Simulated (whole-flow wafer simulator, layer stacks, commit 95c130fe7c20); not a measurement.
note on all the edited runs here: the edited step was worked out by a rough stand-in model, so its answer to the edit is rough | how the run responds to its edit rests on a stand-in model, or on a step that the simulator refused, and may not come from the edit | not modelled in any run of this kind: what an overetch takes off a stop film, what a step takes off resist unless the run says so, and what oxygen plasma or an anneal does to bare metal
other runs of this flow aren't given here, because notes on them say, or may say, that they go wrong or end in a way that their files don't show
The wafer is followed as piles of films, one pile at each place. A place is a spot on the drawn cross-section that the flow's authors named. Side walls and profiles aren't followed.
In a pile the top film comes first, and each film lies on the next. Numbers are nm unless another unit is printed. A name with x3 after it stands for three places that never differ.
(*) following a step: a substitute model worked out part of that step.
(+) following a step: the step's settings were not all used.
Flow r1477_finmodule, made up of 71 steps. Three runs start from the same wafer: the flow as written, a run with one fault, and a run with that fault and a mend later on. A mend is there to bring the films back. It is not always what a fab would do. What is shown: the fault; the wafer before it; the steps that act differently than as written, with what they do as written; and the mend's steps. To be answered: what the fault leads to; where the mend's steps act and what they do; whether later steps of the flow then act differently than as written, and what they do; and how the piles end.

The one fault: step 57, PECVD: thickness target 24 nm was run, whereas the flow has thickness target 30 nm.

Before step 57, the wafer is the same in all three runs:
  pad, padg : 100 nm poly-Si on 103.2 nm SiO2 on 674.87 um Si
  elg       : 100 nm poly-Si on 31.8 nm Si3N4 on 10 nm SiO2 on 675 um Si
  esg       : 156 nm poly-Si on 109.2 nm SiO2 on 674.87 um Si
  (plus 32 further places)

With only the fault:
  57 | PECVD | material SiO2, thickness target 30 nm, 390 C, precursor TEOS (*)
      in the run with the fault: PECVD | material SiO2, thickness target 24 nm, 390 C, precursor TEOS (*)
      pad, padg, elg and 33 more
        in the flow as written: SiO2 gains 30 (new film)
        in the run with the fault: SiO2 gains 24 (new film)
  Later steps of the flow acting differently than as written (not shown: 1 more step that differs only slightly, by at most 2% or 0.5 nm, whichever is larger):
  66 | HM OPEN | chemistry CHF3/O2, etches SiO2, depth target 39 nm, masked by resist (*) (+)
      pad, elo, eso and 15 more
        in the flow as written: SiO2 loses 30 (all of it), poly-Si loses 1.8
        in the run with the fault: SiO2 loses 24 (all of it), poly-Si loses 2.4
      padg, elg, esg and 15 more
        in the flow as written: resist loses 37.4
        in the run with the fault: resist loses 34.5
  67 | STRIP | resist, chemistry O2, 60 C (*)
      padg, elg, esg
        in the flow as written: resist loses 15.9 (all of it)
        in the run with the fault: resist loses 18.8 (all of it)
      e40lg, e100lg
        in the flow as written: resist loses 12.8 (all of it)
        in the run with the fault: resist loses 15.6 (all of it)
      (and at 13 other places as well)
  At padg, elg, esg and 15 more, the piles at the end differ from the flow's by more than 2% or 0.5 nm, whichever is larger.
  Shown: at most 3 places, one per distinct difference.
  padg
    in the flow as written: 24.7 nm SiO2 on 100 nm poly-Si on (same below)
    in the run with the fault: 18.7 nm SiO2 on 100 nm poly-Si on (same below)
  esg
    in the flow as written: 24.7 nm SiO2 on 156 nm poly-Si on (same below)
    in the run with the fault: 18.7 nm SiO2 on 156 nm poly-Si on (same below)
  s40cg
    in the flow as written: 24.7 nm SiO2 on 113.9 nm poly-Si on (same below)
    in the run with the fault: 18.7 nm SiO2 on 113.9 nm poly-Si on (same below)

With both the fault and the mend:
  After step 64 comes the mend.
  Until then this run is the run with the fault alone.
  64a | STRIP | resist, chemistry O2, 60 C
      padg, elg, esg
        resist loses 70 (all of it)
      e40lg, e100lg, e200lg
        resist loses 66.9 (all of it)
      s40sg, s45sg
        resist loses 91 (all of it)
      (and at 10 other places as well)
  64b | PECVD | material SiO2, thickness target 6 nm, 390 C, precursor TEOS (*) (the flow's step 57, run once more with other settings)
      pad, padg, elg and 33 more
        SiO2 gains 6
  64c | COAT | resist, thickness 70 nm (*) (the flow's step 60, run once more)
      e40lg, e100lg, e200lg, elo, e40lo, e100lo, e200lo
        resist gains 66.9 (new film)
      pad, padg, elg, esg
        resist gains 70 (new film)
      s40sg, s45sg, s40so, s45so
        resist gains 91 (new film)
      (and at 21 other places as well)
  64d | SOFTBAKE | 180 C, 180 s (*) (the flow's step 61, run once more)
      does not change any film at any place that is followed
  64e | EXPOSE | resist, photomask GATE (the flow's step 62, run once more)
      does not change any film at any place that is followed
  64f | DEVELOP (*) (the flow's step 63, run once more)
      elo, e40lo, e100lo, e200lo
        resist loses 66.9 (all of it)
      eso, e40so
        resist loses 129.5 (all of it)
      s40so, s45so
        resist loses 91 (all of it)
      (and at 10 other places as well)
  None of the later steps of the flow acts differently than as written at any place that is followed.
  At every place that both follow, the piles at the end match the flow's.
